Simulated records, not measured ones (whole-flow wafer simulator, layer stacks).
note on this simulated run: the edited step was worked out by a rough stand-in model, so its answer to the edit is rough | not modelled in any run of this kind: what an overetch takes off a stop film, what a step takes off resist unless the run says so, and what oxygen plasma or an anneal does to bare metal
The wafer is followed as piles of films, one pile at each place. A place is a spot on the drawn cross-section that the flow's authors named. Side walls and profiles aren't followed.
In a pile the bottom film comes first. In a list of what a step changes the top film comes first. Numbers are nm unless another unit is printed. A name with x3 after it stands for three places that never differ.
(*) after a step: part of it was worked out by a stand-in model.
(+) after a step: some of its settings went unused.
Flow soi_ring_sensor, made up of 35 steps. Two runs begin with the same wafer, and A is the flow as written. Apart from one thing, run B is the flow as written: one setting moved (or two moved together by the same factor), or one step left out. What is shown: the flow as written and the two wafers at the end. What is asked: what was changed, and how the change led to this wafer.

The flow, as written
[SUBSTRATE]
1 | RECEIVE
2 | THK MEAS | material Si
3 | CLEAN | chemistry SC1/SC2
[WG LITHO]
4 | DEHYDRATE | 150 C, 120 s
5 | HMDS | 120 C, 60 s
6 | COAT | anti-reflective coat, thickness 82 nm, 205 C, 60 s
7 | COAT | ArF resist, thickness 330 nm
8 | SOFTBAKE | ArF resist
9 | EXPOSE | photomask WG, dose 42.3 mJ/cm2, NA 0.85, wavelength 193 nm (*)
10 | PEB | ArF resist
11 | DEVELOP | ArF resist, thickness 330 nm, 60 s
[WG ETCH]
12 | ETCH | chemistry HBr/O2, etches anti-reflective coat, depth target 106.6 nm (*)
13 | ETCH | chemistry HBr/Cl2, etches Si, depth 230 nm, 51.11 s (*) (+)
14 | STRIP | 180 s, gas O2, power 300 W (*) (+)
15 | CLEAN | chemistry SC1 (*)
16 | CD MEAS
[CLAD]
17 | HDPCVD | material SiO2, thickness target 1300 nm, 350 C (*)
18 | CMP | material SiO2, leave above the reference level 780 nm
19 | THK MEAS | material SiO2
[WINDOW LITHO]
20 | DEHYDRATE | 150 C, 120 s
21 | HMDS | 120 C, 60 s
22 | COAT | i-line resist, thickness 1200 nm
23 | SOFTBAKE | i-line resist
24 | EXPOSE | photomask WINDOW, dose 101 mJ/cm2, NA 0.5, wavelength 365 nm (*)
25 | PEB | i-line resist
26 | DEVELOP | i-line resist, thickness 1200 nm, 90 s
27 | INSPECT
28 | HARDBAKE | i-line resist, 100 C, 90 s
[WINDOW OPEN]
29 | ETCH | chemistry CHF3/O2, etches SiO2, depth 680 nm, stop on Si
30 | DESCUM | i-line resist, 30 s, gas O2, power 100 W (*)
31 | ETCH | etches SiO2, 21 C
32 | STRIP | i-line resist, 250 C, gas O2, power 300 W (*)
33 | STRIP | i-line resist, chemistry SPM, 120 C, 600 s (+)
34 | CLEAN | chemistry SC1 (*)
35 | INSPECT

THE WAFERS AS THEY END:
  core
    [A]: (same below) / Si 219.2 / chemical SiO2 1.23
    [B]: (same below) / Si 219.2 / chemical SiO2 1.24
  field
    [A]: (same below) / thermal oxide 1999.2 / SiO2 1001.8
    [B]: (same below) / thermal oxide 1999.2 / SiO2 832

What caused this: step 17, HDPCVD: thickness target 832 nm was run, whereas the flow has thickness target 1300 nm.

Step by step, how the change led to this:
  17 | HDPCVD | material SiO2, thickness target 1300 nm, 350 C (*)
      core, gap, window, field, core_clad, gap_clad: A +1300 SiO2 (new film) | B +832 SiO2 (new film)
  18 | CMP | material SiO2, leave above the reference level 780 nm
      gap, window, field, gap_clad: A -298.2 SiO2 | B nothing
      core, core_clad: A -520 SiO2 | B -52 SiO2
  22 | COAT | i-line resist, thickness 1200 nm
      core, core_clad: A +1200 i-line resist (new film) | B +1053.2 i-line resist (new film)
      gap, gap_clad: A +1200 i-line resist (new film) | B +1224.6 i-line resist (new film)
  23 | SOFTBAKE | i-line resist
      core, core_clad: A nothing | B -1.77 i-line resist
      gap, gap_clad: A nothing | B -2.21 i-line resist
      (also at 1 further place)
  25 | PEB | i-line resist
      core, core_clad: A -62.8 i-line resist | B -54.7 i-line resist
  26 | DEVELOP | i-line resist, thickness 1200 nm, 90 s
      core: A -1137.2 i-line resist (all of it) | B -996.7 i-line resist (all of it)
  32 | STRIP | i-line resist, 250 C, gas O2, power 300 W (*)
      core_clad: A -550.1 i-line resist (all of it) | B -409.9 i-line resist (all of it)
